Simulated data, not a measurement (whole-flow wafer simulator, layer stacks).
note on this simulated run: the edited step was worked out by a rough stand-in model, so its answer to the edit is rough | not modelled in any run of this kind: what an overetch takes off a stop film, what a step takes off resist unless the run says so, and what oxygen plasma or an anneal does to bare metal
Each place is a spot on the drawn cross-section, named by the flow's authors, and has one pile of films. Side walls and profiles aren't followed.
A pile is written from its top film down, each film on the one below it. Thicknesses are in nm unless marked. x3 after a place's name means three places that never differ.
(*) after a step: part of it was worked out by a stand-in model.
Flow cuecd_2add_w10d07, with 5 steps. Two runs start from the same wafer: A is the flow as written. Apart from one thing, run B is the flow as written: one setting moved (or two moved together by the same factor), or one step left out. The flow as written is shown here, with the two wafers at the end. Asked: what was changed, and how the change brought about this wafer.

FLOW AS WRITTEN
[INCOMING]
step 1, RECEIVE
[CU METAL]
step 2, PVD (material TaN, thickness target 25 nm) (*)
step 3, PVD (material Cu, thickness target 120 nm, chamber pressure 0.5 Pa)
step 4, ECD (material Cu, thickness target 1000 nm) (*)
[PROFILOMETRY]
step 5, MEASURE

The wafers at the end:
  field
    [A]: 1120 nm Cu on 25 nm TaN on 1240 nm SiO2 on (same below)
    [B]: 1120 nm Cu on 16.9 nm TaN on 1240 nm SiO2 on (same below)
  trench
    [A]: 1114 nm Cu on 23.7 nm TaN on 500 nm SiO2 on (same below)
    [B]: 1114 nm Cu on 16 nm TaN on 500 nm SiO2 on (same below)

What caused this: step 2, PVD: thickness target 16.9 nm was run, while the flow as written has thickness target 25 nm.
One can read it off the wafer: field has TaN 16.9, and step 2 as written asks for 25 nm.

The path from the change to this, step by step:
  step 2, PVD (material TaN, thickness target 25 nm) (*)
      field: A +25 TaN (new film) | B +16.9 TaN (new film)
      trench: A +23.7 TaN (new film) | B +16 TaN (new film)
